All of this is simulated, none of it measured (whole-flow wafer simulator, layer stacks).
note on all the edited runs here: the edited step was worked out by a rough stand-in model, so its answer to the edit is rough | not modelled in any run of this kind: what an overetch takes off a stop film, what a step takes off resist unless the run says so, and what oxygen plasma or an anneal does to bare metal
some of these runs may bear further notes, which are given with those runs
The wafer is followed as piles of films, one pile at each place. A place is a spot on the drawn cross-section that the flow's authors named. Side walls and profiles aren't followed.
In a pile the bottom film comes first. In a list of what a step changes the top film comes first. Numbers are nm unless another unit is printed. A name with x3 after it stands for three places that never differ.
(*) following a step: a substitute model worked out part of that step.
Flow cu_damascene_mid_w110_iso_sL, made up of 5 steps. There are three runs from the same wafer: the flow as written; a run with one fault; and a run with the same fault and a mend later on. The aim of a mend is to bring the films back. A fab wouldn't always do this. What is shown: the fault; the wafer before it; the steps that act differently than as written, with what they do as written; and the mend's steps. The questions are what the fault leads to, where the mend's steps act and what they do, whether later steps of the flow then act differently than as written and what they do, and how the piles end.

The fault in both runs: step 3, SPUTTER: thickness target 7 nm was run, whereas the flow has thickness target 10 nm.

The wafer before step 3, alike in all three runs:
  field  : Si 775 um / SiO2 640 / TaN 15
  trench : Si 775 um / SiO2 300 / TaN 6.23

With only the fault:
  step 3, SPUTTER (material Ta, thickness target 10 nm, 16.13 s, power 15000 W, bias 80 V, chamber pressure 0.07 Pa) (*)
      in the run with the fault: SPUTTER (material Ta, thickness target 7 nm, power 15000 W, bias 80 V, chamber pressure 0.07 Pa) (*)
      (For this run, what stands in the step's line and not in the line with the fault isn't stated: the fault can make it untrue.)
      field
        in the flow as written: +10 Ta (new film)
        in the run with the fault: +7 Ta (new film)
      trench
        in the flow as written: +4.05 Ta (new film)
        in the run with the fault: +2.83 Ta (new film)
  Later steps of the flow that are run all act as written at every place that is followed, up to a difference of at most 2% or 0.5 nm, whichever is larger.
  The piles end different from the flow's at field, trench by more than 2% or 0.5 nm, whichever is larger.
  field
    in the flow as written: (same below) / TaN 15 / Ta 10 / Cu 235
    in the run with the fault: (same below) / TaN 15 / Ta 7 / Cu 235
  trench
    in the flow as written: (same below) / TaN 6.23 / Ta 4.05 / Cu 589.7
    in the run with the fault: (same below) / TaN 6.23 / Ta 2.83 / Cu 587.9

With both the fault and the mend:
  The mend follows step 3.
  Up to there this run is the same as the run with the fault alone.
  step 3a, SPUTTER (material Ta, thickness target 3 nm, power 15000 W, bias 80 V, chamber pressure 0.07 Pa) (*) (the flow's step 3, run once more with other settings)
      field
        +3 Ta
      trench
        +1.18 Ta
  Later steps of the flow that are run all act as written at every place that is followed.
  The piles end only slightly different from the flow's at the places that both follow, by no more than 2% or 0.5 nm, whichever is larger.
